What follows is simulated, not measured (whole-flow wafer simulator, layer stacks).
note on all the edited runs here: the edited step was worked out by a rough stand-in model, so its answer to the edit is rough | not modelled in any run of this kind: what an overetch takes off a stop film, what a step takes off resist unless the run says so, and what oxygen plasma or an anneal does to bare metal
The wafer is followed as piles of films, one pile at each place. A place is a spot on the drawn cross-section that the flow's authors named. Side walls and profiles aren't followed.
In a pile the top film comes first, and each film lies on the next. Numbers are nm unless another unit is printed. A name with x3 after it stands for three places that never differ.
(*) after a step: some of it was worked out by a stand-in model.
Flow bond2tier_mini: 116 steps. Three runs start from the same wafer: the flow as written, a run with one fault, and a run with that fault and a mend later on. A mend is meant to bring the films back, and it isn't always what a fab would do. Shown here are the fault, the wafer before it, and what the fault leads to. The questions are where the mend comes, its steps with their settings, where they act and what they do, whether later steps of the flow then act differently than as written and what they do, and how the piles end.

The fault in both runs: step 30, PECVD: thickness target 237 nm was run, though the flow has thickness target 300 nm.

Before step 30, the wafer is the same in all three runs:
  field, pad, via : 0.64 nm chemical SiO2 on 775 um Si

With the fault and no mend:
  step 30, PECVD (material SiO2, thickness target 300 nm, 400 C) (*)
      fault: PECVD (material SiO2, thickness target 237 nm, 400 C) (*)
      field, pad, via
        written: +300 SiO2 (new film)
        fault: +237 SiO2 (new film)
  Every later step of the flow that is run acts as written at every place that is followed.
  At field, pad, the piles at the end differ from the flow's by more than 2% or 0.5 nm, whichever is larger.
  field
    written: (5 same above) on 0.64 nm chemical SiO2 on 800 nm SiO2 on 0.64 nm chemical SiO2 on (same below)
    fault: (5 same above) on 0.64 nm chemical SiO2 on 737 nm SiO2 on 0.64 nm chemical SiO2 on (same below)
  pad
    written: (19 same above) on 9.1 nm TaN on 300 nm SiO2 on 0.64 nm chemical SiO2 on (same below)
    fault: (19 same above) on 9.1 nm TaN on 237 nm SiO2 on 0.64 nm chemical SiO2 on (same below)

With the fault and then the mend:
  After step 30 comes the mend.
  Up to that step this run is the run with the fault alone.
  step 30a, PECVD (material SiO2, thickness target 63 nm, 400 C) (the flow's step 30, run once more with other settings)
      field, pad, via
        +63 SiO2
  Every later step of the flow that is run acts as written at every place that is followed.
  The piles end the same as the flow's at every place that both follow.
